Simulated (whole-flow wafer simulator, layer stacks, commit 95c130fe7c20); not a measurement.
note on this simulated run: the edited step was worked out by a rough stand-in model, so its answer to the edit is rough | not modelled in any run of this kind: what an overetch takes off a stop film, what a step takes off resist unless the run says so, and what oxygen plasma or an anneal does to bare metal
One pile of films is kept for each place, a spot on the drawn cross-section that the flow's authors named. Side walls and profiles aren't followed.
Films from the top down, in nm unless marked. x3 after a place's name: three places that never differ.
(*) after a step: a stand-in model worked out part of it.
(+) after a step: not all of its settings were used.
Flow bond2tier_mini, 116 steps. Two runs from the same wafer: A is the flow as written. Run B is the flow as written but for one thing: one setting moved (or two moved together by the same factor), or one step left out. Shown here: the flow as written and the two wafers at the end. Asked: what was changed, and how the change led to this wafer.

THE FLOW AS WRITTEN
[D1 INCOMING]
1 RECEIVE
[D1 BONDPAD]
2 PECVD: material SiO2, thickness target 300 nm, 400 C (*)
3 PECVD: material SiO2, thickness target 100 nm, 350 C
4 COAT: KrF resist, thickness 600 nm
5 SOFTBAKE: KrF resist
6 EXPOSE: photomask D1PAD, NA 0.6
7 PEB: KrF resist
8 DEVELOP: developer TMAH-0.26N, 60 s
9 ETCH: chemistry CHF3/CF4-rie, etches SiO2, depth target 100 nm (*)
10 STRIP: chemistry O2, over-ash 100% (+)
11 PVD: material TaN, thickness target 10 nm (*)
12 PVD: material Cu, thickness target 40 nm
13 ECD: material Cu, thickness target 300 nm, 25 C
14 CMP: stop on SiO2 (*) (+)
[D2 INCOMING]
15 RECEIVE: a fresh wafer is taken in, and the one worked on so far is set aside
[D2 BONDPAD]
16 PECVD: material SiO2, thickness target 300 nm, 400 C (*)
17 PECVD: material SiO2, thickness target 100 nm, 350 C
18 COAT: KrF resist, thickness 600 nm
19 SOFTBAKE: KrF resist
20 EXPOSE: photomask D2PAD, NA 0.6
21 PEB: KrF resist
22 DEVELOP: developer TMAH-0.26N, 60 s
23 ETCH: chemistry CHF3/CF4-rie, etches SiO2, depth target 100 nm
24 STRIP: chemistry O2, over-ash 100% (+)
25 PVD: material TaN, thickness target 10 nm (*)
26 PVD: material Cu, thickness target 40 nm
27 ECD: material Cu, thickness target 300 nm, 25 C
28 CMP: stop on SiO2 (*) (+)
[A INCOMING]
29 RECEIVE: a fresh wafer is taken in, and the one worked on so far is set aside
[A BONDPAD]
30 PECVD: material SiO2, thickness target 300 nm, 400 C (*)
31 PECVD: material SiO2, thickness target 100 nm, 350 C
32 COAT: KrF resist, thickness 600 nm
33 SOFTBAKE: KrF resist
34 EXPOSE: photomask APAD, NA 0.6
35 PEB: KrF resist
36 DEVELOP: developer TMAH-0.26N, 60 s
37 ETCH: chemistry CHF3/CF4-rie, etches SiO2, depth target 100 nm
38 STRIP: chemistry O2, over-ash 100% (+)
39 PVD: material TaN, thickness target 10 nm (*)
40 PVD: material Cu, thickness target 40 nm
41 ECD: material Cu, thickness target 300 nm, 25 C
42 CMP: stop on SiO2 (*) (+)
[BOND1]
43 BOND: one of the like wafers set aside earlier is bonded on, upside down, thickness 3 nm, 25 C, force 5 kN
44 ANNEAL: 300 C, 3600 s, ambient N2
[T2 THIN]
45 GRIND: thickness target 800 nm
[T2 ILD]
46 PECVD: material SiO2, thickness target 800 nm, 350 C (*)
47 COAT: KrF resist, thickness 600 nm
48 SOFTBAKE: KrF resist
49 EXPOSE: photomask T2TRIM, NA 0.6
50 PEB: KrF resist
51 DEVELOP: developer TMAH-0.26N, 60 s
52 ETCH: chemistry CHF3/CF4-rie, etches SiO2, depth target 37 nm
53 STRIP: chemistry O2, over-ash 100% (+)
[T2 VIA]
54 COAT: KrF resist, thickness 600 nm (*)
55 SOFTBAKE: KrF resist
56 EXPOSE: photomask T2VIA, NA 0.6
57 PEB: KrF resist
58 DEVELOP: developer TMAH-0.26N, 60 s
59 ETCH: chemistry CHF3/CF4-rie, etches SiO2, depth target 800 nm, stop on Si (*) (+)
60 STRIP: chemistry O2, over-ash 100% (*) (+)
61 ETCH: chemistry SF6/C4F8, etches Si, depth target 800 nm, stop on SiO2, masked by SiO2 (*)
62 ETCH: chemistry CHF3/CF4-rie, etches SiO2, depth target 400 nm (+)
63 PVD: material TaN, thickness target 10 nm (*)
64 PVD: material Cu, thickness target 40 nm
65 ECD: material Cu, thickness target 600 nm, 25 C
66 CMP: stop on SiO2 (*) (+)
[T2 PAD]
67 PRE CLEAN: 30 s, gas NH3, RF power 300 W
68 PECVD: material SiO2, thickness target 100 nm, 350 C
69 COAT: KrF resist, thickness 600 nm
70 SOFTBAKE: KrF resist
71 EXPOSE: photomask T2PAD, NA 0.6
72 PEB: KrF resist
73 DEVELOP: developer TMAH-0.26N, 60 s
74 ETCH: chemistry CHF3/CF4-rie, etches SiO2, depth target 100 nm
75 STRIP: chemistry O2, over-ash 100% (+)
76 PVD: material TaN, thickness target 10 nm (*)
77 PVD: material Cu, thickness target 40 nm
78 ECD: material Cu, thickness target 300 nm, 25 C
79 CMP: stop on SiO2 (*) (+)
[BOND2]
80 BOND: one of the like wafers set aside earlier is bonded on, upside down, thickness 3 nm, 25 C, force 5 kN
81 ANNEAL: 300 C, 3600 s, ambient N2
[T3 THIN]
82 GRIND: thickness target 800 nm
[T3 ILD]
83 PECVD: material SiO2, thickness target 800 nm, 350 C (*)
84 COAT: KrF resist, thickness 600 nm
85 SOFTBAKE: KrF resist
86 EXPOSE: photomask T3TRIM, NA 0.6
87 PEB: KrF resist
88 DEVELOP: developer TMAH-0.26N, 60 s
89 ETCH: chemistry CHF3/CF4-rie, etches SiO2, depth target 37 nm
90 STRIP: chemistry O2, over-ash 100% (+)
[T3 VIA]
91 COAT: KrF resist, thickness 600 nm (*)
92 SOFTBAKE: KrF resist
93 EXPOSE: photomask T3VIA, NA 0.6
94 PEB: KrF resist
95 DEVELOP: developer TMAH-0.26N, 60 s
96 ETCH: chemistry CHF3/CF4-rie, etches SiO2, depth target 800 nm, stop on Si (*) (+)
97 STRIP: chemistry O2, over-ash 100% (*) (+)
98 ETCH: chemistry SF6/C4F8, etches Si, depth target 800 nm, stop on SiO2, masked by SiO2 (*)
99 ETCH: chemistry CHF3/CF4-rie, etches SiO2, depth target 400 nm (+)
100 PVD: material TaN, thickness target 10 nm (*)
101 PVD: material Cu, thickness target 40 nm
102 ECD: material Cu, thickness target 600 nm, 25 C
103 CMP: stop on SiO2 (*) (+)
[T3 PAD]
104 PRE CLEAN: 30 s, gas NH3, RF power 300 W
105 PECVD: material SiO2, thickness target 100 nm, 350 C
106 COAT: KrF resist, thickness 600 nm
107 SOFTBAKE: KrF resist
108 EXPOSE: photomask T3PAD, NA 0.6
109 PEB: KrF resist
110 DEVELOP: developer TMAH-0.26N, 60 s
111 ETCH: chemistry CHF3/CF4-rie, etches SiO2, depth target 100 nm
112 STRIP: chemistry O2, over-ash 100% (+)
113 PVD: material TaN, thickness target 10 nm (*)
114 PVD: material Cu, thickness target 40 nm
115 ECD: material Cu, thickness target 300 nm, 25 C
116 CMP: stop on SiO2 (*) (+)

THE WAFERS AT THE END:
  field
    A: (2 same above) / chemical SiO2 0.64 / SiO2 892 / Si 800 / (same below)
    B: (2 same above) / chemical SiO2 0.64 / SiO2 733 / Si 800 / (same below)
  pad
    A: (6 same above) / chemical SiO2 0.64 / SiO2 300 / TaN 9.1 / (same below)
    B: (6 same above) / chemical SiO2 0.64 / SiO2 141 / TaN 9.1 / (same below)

The cause: step 16, PECVD: thickness target 141 nm was run, where the flow has thickness target 300 nm.
It can be read off the wafer: pad has SiO2 141, and step 16 as written asks for 300 nm.

How the change led to this, step by step:
  16 PECVD: material SiO2, thickness target 300 nm, 400 C (*)
      field, pad, via: A SiO2 +300 (new film) | B SiO2 +141 (new film)
  80 BOND: one of the like wafers set aside earlier is bonded on, upside down, thickness 3 nm, 25 C, force 5 kN
      field: A Si +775 um (new film), chemical SiO2 +0.64 (new film), SiO2 +400 | B Si +775 um (new film), chemical SiO2 +0.64 (new film), SiO2 +241
      pad: A Si +775 um (new film), chemical SiO2 +0.64 (new film), SiO2 +300 (new film), TaN +9.1 (new film), Cu +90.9 | B Si +775 um (new film), chemical SiO2 +0.64 (new film), SiO2 +141 (new film), TaN +9.1 (new film), Cu +90.9
